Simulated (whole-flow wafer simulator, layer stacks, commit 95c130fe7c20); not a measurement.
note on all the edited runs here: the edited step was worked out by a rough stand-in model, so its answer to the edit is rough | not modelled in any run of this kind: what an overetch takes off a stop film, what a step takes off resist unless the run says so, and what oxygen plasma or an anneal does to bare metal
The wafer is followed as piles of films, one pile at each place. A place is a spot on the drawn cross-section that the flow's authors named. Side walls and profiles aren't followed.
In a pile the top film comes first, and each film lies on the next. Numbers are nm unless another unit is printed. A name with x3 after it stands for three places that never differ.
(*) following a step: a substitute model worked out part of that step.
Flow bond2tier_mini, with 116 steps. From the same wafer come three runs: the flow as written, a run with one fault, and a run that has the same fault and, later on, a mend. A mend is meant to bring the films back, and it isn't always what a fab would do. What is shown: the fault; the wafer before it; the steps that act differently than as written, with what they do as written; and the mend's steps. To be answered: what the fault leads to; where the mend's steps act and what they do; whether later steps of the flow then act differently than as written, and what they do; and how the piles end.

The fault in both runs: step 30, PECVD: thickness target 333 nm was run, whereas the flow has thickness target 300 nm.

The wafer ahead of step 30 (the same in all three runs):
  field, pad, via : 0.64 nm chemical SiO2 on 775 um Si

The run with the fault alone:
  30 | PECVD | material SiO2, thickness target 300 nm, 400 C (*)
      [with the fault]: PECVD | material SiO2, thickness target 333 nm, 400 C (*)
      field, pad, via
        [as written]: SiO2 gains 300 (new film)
        [with the fault]: SiO2 gains 333 (new film)
  Every later step of the flow that is run acts as written at every place that is followed.
  The piles end different from the flow's at field, pad by more than 2% or 0.5 nm, whichever is larger.
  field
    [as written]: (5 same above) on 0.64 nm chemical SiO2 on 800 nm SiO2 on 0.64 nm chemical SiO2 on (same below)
    [with the fault]: (5 same above) on 0.64 nm chemical SiO2 on 833 nm SiO2 on 0.64 nm chemical SiO2 on (same below)
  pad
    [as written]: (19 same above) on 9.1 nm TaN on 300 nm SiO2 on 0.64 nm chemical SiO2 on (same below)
    [with the fault]: (19 same above) on 9.1 nm TaN on 333 nm SiO2 on 0.64 nm chemical SiO2 on (same below)

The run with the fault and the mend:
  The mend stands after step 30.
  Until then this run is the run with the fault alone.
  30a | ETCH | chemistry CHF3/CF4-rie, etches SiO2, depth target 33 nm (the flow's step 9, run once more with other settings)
      field, pad, via
        SiO2 loses 33
  Every later step of the flow that is run acts as written at every place that is followed.
  The piles end the same as the flow's at every place that both follow.
